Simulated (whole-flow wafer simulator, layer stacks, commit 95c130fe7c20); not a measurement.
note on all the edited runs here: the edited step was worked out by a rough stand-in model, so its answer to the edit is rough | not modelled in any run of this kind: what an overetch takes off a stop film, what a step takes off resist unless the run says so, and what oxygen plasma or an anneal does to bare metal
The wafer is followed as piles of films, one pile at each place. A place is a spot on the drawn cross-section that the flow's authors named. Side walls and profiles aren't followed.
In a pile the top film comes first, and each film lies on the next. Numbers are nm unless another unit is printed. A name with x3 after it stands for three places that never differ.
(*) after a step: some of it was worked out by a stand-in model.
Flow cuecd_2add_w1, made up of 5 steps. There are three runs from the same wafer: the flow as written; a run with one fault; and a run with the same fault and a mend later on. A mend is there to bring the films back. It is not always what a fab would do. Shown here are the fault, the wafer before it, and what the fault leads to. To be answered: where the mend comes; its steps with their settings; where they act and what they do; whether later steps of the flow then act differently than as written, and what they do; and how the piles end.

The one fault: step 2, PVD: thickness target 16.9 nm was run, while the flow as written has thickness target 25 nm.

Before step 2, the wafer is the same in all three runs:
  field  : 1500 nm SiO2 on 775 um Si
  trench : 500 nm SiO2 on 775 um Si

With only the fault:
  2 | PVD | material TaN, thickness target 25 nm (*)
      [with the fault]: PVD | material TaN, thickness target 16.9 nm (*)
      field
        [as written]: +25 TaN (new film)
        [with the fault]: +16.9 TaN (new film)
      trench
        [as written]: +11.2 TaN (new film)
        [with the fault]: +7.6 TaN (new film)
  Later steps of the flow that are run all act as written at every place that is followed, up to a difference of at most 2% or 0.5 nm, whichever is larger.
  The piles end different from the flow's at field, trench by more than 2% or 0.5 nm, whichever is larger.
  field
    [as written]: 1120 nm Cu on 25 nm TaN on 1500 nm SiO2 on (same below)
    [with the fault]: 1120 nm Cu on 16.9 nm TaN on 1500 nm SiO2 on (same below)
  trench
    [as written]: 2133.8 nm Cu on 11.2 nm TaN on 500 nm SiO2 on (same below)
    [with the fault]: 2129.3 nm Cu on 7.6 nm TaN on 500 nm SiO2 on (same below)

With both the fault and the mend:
  The mend stands after step 2.
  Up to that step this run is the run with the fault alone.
  2a | PVD | material TaN, thickness target 8.1 nm (*) (a further turn of the flow's step 2, with different settings)
      field
        +8.1 TaN
      trench
        +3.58 TaN
  Later steps of the flow that are run all act as written at every place that is followed.
  At every place that both follow, the piles at the end match the flow's.
